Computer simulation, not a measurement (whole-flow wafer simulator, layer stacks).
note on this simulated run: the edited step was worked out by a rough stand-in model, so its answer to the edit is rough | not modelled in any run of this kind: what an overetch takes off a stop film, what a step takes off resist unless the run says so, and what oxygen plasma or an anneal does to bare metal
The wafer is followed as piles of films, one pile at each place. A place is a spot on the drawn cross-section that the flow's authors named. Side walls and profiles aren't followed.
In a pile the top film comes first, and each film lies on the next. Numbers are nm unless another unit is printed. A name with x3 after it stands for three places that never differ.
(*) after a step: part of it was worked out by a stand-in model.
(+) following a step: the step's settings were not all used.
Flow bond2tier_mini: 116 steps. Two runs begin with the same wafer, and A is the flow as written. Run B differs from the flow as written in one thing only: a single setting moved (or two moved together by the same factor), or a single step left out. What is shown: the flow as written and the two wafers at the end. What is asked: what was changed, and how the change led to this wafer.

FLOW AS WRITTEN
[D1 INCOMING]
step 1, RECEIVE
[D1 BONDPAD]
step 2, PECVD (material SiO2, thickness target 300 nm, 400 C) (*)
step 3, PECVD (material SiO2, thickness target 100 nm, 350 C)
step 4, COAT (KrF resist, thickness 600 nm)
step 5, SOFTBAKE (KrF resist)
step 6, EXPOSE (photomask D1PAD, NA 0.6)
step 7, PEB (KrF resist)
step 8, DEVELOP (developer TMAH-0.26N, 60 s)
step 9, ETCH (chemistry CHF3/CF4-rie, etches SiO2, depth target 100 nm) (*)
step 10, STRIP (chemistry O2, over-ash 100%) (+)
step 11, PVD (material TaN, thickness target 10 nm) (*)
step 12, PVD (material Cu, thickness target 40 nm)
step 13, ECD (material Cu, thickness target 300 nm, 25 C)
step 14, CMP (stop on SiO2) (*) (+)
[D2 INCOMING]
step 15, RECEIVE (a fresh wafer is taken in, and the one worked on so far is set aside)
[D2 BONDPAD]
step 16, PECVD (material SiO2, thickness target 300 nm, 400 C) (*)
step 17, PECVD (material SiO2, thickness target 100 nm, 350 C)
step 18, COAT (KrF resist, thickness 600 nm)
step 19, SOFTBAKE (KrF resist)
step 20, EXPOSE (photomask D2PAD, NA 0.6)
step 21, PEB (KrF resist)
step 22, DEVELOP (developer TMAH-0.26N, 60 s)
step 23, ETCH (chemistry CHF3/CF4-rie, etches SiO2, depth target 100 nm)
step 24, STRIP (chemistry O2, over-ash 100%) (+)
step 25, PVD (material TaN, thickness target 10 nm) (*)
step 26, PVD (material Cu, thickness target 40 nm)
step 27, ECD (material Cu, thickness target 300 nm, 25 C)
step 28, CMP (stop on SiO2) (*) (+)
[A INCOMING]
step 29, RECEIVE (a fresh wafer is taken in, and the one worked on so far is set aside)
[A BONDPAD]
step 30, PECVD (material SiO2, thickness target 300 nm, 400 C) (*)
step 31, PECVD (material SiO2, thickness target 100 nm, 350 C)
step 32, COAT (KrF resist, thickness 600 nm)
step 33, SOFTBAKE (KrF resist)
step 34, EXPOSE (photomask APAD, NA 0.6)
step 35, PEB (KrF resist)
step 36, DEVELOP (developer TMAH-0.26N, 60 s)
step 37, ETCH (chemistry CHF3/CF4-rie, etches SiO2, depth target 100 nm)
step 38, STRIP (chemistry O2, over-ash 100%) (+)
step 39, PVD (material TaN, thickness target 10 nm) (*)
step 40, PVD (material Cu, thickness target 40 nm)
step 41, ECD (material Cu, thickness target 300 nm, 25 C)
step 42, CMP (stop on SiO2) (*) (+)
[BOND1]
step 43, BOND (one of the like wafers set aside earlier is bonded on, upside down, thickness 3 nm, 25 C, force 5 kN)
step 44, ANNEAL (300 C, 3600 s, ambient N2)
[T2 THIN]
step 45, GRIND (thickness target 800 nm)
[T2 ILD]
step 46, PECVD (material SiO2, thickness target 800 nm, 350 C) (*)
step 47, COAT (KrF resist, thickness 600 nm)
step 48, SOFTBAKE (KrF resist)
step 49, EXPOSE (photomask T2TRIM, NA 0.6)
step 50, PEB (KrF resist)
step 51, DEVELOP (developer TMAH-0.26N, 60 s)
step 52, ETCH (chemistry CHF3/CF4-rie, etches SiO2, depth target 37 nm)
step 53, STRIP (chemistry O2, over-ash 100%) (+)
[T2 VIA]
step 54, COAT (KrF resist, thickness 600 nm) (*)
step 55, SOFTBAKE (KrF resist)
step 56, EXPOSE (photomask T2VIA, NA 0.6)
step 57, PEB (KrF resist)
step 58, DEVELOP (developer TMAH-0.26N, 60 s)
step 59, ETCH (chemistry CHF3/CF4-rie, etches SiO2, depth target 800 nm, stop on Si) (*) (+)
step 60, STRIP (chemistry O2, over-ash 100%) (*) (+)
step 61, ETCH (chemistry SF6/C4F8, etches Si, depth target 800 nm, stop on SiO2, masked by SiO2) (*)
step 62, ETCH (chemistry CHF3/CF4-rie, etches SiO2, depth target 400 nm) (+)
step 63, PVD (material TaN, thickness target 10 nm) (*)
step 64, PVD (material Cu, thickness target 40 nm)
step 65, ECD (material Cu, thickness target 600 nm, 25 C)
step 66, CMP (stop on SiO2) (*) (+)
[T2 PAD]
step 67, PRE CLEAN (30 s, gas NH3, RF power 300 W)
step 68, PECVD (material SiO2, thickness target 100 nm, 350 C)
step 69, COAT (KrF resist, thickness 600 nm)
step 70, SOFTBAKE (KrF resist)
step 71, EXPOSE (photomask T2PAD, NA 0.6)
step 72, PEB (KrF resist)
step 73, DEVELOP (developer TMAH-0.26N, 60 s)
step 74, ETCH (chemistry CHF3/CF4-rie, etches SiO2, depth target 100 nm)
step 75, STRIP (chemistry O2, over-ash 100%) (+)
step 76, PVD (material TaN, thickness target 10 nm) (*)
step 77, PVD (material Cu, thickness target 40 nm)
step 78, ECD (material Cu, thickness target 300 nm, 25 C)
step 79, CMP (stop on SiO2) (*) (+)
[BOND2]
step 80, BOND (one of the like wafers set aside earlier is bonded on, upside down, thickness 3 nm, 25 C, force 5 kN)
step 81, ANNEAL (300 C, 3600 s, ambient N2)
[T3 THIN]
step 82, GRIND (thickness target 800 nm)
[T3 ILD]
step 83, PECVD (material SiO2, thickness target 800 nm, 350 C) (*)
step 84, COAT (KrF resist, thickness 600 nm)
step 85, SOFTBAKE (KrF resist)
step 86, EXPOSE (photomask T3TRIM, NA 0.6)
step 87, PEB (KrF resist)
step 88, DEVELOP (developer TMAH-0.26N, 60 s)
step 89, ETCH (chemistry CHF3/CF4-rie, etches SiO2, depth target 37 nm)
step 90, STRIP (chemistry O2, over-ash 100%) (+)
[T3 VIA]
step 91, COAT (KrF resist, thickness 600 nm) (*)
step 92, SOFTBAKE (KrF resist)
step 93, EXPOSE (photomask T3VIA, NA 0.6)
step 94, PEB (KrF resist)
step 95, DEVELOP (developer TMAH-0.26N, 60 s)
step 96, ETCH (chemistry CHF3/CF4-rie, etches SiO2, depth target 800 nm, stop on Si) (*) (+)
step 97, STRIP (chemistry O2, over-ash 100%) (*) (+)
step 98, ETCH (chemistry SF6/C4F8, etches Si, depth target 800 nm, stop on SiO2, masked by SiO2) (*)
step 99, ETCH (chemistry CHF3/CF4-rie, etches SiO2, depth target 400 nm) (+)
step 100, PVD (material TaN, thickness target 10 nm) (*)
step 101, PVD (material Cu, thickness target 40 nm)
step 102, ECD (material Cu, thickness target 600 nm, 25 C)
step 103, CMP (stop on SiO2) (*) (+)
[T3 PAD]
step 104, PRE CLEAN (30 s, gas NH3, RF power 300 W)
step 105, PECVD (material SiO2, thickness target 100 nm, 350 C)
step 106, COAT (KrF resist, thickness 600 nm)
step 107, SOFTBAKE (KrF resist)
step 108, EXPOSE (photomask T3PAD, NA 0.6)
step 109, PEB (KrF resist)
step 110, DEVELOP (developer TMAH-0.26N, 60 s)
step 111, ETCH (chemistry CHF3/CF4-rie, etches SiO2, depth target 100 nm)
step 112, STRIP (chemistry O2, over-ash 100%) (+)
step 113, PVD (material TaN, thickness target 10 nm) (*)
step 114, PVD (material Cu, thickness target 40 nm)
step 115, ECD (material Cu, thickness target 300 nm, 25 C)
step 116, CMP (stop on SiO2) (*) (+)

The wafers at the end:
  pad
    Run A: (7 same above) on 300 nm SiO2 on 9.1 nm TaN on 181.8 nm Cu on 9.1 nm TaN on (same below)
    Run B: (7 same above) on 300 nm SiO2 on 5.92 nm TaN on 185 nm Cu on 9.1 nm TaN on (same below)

Cause: step 25, PVD: thickness target 6.5 nm was run, whereas the flow has thickness target 10 nm.

Step by step, how the change led to this:
  step 25, PVD (material TaN, thickness target 10 nm) (*)
      field: A TaN gains 10 (new film) | B TaN gains 6.5 (new film)
      pad: A TaN gains 9.1 (new film) | B TaN gains 5.92 (new film)
      (as well as at 1 more place)
  step 28, CMP (stop on SiO2) (*) (+)
      field: A Cu loses 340 (all of it), TaN loses 10 (all of it) | B Cu loses 340 (all of it), TaN loses 6.5 (all of it)
  step 80, BOND (one of the like wafers set aside earlier is bonded on, upside down, thickness 3 nm, 25 C, force 5 kN)
      pad: A Si gains 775 um (new film), chemical SiO2 gains 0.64 (new film), SiO2 gains 300 (new film), TaN gains 9.1 (new film), Cu gains 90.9 | B Si gains 775 um (new film), chemical SiO2 gains 0.64 (new film), SiO2 gains 300 (new film), TaN gains 5.92 (new film), Cu gains 94.1
